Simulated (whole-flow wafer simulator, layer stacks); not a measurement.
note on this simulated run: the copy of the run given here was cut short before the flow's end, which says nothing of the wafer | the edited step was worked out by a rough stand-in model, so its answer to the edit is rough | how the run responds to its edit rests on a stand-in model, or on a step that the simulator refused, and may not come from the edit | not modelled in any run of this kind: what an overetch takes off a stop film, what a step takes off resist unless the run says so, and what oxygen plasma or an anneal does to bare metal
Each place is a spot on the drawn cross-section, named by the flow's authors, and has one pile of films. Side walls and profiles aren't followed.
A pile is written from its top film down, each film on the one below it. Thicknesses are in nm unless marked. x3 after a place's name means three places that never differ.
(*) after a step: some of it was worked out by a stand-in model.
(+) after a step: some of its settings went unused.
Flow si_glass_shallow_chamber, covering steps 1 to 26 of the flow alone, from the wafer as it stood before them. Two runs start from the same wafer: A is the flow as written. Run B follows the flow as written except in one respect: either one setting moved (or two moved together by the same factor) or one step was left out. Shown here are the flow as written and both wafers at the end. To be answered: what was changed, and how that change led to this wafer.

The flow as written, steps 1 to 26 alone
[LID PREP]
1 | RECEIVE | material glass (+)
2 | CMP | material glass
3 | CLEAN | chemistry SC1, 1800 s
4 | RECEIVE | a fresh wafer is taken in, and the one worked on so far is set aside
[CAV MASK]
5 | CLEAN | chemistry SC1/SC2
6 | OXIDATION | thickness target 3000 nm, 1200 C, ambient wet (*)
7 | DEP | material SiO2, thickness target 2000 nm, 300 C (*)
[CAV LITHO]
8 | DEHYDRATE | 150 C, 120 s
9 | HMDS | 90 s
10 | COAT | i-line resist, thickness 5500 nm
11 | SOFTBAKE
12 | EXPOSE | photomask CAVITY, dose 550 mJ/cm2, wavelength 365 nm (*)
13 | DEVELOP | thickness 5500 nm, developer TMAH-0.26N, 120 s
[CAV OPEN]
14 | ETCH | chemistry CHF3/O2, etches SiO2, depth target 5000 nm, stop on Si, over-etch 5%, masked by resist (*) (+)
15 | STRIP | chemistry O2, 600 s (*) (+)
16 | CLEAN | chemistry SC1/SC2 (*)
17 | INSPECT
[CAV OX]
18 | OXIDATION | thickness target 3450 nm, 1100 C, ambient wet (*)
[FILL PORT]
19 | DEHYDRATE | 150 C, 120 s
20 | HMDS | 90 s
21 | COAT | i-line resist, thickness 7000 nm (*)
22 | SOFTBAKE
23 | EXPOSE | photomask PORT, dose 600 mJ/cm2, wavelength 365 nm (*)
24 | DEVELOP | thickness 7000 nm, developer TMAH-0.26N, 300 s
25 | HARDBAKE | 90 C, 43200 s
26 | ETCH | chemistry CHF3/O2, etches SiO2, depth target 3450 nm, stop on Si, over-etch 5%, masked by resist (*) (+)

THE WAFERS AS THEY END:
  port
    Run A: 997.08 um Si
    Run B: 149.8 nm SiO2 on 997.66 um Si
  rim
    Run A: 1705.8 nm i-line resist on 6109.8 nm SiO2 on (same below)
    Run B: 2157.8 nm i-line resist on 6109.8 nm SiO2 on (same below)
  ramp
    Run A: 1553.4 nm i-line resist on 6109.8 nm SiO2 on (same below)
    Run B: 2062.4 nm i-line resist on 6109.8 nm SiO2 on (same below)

Cause: step 14, ETCH: depth target 3375 nm was run, whereas the flow has depth target 5000 nm.

How this came from the change, step by step:
  14 | ETCH | chemistry CHF3/O2, etches SiO2, depth target 5000 nm, stop on Si, over-etch 5%, masked by resist (*) (+)
      cav, port: A -5000 SiO2 (all of it), -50 Si | B -3543.8 SiO2
      rim, ramp, septum, ring: A -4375 i-line resist | B -2953.1 i-line resist
  15 | STRIP | chemistry O2, 600 s (*) (+)
      cav, port: A +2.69 chemical SiO2 (new film), -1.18 Si | B nothing
      rim, ramp, septum, ring: A -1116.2 i-line resist (all of it) | B -2538 i-line resist (all of it)
  18 | OXIDATION | thickness target 3450 nm, 1100 C, ambient wet (*)
      cav, port: A +3450 SiO2 (new film), -2.69 chemical SiO2 (all of it), -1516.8 Si | B +2316 SiO2, -1019 Si
  21 | COAT | i-line resist, thickness 7000 nm (*)
      rim: A +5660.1 i-line resist (new film) | B +5962.1 i-line resist (new film)
      ramp: A +5087.8 i-line resist (new film) | B +5508.2 i-line resist (new film)
  22 | SOFTBAKE
      rim: A -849 i-line resist | B -681.9 i-line resist
      ramp: A -434.5 i-line resist | B -327.1 i-line resist
      (also at 4 further places)
  25 | HARDBAKE | 90 C, 43200 s
      rim: A -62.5 i-line resist | B -79.7 i-line resist
      ramp: A -57.1 i-line resist | B -75.9 i-line resist
      (also at 1 further place)
  26 | ETCH | chemistry CHF3/O2, etches SiO2, depth target 3450 nm, stop on Si, over-etch 5%, masked by resist (*) (+)
      port: A -3450 SiO2 (all of it), -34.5 Si | B -3622.5 SiO2
